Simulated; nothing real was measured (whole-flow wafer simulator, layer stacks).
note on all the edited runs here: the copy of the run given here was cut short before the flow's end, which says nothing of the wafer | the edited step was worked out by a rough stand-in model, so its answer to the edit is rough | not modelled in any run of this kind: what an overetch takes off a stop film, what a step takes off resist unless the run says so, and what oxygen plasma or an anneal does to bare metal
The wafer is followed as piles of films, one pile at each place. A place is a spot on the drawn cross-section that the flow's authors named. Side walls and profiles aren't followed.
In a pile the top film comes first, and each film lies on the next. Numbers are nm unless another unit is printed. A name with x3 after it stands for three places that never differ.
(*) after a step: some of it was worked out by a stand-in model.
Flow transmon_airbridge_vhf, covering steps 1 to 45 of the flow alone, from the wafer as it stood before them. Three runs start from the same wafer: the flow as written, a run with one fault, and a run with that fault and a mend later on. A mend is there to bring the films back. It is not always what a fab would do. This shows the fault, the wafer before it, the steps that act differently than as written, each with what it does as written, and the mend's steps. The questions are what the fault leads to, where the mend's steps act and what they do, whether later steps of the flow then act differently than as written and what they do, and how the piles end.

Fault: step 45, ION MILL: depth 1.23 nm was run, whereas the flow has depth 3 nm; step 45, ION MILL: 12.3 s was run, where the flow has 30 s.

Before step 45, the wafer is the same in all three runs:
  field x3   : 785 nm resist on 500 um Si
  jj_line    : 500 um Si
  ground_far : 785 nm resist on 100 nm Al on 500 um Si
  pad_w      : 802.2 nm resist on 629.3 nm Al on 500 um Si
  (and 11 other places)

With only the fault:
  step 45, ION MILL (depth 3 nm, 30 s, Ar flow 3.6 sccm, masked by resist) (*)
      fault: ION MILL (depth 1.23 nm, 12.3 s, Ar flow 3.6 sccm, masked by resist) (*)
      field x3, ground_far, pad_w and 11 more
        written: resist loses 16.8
        fault: resist loses 6.88
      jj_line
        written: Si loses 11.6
        fault: Si loses 4.77
  None of the later steps of the flow acts differently than as written at any place that is followed.
  At the end the piles are close to the flow's at the places that both follow, differing by at most 2% or 0.5 nm, whichever is larger.

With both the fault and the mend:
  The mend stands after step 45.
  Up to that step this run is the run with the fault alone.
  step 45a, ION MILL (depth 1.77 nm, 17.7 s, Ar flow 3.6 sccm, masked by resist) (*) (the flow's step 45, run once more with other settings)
      field x3, ground_far, pad_w and 11 more
        resist loses 9.9
      jj_line
        Si loses 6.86
  None of the later steps of the flow acts differently than as written at any place that is followed.
  By the end, the piles equal the flow's at every place that both follow.
